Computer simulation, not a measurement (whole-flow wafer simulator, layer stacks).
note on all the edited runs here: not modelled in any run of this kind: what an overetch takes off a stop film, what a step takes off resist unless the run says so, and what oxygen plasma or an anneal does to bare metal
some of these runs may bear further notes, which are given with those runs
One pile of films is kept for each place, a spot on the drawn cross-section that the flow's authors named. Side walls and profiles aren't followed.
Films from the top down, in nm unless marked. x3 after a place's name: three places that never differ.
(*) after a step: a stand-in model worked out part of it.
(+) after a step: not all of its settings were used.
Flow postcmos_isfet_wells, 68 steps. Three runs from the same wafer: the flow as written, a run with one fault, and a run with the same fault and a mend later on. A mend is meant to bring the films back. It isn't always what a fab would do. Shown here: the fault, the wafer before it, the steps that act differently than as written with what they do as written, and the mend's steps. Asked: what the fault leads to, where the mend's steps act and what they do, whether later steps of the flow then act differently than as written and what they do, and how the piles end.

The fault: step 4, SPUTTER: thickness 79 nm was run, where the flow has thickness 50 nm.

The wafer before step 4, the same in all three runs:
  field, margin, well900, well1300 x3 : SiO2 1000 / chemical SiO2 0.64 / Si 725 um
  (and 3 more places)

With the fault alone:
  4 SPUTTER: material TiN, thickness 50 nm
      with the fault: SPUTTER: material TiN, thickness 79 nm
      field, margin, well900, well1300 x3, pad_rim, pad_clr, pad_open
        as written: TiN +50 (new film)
        with the fault: TiN +79 (new film)
  Later steps of the flow that act differently than as written (1 more step differs only slightly, by at most 2% or 0.5 nm, whichever is larger, and isn't shown):
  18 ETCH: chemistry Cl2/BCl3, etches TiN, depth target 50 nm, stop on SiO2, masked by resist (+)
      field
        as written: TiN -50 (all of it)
        with the fault: TiN -50
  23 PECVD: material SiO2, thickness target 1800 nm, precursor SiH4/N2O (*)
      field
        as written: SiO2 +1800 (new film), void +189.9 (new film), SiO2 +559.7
        with the fault: SiO2 +1800 (new film), void +190.2 (new film), SiO2 +559.8 (new film)
  At the end the piles differ from the flow's by more than 2% or 0.5 nm, whichever is larger, at field, margin, well900, well1300 x3, pad_rim, pad_clr, pad_open.
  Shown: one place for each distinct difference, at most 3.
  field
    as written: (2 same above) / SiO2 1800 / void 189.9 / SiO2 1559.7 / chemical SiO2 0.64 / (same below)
    with the fault: (2 same above) / SiO2 1800 / void 190.2 / SiO2 559.8 / TiN 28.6 / SiO2 1000 / chemical SiO2 0.64 / (same below)
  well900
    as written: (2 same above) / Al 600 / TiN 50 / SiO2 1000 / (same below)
    with the fault: (2 same above) / Al 600 / TiN 79 / SiO2 1000 / (same below)
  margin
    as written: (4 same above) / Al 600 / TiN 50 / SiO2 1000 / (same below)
    with the fault: (4 same above) / Al 600 / TiN 79 / SiO2 1000 / (same below)

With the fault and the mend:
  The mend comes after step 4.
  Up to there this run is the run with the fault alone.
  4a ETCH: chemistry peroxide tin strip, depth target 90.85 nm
      field, margin, well900, well1300 x3, pad_rim, pad_clr, pad_open
        TiN -79 (all of it)
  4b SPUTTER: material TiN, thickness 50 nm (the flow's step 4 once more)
      field, margin, well900, well1300 x3, pad_rim, pad_clr, pad_open
        TiN +50 (new film)
  No later step of the flow acts differently than as written at any place that is followed.
  At the end the piles are the same as the flow's at every place that both follow.
